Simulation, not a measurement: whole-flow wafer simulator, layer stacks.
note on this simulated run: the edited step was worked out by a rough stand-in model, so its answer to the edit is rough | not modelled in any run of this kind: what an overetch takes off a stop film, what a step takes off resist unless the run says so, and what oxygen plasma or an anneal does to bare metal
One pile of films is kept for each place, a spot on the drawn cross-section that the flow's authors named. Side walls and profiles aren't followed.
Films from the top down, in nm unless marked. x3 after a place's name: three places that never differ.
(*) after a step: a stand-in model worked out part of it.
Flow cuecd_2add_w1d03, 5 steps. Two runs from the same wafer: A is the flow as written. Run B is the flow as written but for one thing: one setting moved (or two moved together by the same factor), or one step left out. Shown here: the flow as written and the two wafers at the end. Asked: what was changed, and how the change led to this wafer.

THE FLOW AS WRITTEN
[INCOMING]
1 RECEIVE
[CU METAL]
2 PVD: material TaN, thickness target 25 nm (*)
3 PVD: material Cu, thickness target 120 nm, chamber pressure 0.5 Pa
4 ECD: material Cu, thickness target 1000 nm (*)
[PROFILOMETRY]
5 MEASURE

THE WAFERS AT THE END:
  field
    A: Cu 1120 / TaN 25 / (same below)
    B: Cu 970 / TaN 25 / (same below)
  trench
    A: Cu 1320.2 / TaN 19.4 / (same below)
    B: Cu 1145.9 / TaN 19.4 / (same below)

The cause: step 4, ECD: thickness target 850 nm was run, where the flow has thickness target 1000 nm.

How the change led to this, step by step:
  4 ECD: material Cu, thickness target 1000 nm (*)
      field: A Cu +1000 | B Cu +850
      trench: A Cu +1226.8 | B Cu +1052.4
